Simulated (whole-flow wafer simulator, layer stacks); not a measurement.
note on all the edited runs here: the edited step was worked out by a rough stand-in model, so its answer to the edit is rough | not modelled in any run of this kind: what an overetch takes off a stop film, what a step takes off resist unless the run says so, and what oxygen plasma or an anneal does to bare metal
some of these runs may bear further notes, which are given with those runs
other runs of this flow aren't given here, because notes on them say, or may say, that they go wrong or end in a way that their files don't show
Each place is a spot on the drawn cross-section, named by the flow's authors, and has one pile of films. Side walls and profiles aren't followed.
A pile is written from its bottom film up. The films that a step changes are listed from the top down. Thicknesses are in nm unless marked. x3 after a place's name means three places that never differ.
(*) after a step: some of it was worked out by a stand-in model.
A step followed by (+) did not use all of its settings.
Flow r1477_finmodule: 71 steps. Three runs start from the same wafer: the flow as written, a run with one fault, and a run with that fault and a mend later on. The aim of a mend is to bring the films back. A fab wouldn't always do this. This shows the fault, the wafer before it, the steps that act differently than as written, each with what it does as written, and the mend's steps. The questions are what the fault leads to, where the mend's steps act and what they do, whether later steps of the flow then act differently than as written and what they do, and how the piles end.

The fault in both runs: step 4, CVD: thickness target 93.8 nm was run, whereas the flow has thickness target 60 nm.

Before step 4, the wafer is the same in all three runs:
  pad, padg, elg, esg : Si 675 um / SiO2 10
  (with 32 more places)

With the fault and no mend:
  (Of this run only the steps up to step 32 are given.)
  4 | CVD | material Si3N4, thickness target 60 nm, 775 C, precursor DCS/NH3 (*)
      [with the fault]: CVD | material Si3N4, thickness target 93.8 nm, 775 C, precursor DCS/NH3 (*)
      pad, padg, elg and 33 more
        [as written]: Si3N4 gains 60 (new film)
        [with the fault]: Si3N4 gains 93.8 (new film)
  Steps later in the flow that act otherwise than as written:
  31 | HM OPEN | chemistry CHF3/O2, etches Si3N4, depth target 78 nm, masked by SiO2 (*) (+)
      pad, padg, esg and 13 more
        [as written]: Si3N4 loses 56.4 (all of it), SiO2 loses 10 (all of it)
        [with the fault]: Si3N4 loses 78
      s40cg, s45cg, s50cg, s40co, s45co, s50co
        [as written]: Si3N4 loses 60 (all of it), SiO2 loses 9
        [with the fault]: Si3N4 loses 78
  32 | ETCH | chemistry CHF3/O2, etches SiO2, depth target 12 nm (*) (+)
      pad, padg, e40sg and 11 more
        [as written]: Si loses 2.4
        [with the fault]: Si3N4 loses 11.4
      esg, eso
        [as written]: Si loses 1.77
        [with the fault]: Si3N4 loses 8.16
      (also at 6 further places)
  After step 32, at pad, padg, elg and 33 more, the piles differ from the flow's by more than 2% or 0.5 nm, whichever is larger.
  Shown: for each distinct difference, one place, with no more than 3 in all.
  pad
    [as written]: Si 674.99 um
    [with the fault]: Si 675 um / SiO2 10 / Si3N4 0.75
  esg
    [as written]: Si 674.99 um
    [with the fault]: Si 675 um / SiO2 10 / Si3N4 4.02
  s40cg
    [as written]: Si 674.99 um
    [with the fault]: Si 675 um / SiO2 10 / Si3N4 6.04

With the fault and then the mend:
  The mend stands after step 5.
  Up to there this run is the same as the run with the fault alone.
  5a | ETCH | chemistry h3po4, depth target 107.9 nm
      pad, padg, elg and 33 more
        Si3N4 loses 93.8 (all of it)
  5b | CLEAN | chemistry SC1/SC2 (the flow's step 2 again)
      does not change any film at any place that is followed
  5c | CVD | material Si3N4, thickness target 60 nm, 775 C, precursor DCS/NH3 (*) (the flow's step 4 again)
      pad, padg, elg and 33 more
        Si3N4 gains 60 (new film)
  Every later step of the flow that is run acts as written at every place that is followed.
  The piles end the same as the flow's at every place that both follow.
